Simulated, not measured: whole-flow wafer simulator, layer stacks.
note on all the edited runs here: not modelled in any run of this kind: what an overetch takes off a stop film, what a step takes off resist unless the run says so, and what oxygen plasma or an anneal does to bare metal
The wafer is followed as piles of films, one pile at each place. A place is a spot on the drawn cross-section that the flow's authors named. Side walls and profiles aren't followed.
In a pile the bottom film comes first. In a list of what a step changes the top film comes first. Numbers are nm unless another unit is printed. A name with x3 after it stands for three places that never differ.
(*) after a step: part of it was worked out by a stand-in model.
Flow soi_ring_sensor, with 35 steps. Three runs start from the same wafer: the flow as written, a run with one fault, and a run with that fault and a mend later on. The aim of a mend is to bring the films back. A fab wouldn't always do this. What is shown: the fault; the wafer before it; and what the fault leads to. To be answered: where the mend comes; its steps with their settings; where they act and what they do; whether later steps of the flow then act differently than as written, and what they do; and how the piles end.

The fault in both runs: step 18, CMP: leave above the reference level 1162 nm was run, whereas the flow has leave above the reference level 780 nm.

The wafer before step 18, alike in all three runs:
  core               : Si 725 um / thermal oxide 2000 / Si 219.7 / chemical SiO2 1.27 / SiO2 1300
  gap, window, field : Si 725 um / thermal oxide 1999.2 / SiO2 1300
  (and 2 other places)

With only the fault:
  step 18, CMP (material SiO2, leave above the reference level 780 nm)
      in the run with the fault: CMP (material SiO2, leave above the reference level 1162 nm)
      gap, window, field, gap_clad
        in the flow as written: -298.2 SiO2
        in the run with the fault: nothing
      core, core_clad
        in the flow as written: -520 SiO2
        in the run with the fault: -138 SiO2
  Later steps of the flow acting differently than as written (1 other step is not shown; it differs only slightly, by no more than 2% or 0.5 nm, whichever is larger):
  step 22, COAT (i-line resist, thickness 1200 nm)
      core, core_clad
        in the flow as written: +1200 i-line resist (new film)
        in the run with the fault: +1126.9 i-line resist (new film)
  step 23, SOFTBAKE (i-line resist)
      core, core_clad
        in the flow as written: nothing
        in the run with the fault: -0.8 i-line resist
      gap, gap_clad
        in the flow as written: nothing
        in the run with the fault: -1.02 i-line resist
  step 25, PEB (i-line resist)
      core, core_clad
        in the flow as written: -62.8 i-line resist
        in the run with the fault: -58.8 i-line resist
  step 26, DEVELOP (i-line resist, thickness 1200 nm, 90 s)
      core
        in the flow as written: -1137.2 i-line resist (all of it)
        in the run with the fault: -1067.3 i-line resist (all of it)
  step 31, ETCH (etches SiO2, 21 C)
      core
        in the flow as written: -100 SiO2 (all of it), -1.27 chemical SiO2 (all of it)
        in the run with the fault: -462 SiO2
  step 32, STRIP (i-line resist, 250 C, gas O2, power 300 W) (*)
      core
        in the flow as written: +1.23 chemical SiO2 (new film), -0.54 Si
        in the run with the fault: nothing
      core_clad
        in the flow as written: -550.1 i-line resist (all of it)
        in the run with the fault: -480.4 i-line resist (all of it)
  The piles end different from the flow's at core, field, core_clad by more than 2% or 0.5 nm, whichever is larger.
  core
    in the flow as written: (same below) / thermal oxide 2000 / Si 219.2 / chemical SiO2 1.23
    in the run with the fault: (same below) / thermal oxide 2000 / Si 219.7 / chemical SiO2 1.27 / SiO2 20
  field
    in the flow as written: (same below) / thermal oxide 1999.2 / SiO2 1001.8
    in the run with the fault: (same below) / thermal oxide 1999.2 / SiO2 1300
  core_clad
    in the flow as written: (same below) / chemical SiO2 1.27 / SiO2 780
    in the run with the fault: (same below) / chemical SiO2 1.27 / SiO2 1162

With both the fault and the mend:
  The mend stands after step 19.
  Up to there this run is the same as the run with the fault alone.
  step 19a, CMP (material SiO2, leave above the reference level 780 nm) (the flow's step 18, run once more)
      gap, window, field, gap_clad
        -298.2 SiO2
      core, core_clad
        -382 SiO2
  Later steps of the flow that are run all act as written at every place that is followed.
  The piles end the same as the flow's at every place that both follow.
